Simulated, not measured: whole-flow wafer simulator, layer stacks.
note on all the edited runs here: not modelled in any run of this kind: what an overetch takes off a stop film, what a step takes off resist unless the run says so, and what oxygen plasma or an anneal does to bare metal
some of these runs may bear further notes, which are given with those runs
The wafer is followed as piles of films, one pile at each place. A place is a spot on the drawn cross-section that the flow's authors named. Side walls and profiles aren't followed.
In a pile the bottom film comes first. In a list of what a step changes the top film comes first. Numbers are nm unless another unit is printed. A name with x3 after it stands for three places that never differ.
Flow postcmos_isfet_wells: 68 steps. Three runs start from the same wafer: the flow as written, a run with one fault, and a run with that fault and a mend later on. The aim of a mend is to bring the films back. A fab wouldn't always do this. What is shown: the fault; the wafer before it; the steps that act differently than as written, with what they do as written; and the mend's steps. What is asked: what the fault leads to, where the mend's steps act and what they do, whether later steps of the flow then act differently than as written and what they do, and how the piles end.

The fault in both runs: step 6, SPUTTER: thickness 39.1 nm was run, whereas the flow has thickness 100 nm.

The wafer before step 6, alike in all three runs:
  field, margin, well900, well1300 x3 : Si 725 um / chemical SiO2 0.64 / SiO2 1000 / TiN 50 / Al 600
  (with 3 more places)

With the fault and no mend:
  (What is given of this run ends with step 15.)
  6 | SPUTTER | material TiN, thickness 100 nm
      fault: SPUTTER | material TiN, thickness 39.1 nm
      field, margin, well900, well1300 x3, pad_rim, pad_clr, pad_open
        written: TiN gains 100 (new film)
        fault: TiN gains 39.1 (new film)
  Every later step of the flow up to step 15 that is run acts as written at every place that is followed.
  After step 15, at field, margin, well900, well1300 x3, pad_rim, pad_clr, pad_open, the piles differ from the flow's by more than 2% or 0.5 nm, whichever is larger.
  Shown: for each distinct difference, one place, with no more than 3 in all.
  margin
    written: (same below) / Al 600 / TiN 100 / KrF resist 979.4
    fault: (same below) / Al 600 / TiN 39.1 / KrF resist 979.4
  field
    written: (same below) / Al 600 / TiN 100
    fault: (same below) / Al 600 / TiN 39.1

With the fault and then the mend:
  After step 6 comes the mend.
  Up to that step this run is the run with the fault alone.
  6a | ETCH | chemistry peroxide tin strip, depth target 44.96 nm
      field, margin, well900, well1300 x3, pad_rim, pad_clr, pad_open
        TiN loses 39.1 (all of it)
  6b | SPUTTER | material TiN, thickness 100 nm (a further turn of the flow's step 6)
      field, margin, well900, well1300 x3, pad_rim, pad_clr, pad_open
        TiN gains 100 (new film)
  Every later step of the flow that is run acts as written at every place that is followed.
  The piles end the same as the flow's at every place that both follow.
